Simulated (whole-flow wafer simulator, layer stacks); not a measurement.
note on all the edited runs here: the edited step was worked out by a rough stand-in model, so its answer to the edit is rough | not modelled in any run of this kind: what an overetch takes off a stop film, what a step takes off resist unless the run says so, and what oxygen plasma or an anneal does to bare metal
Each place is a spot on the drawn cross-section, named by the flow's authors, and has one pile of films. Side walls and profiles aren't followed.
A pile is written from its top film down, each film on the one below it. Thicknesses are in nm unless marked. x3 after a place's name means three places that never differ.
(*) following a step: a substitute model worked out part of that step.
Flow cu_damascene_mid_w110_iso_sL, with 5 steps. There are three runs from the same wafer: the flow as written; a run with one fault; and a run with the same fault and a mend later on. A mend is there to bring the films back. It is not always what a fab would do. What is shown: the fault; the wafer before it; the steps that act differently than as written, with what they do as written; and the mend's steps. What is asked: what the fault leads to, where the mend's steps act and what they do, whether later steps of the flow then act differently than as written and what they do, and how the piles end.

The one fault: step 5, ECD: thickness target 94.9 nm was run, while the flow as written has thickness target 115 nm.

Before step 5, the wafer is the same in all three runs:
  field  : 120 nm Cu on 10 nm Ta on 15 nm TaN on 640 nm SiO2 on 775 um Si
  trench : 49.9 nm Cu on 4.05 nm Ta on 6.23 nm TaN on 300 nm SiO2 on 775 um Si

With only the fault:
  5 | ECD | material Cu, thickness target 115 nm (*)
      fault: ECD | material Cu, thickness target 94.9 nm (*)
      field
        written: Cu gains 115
        fault: Cu gains 94.9
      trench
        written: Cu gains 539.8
        fault: Cu gains 519.7
  Every later step of the flow that is run acts as written at every place that is followed.
  The piles end different from the flow's at field, trench by more than 2% or 0.5 nm, whichever is larger.
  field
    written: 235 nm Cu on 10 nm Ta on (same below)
    fault: 214.9 nm Cu on 10 nm Ta on (same below)
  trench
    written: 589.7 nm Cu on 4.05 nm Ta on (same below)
    fault: 569.6 nm Cu on 4.05 nm Ta on (same below)

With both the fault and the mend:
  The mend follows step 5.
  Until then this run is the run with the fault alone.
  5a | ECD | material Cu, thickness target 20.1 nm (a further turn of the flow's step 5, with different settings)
      field, trench
        Cu gains 20.1
  Every later step of the flow that is run acts as written at every place that is followed.
  At every place that both follow, the piles at the end match the flow's.
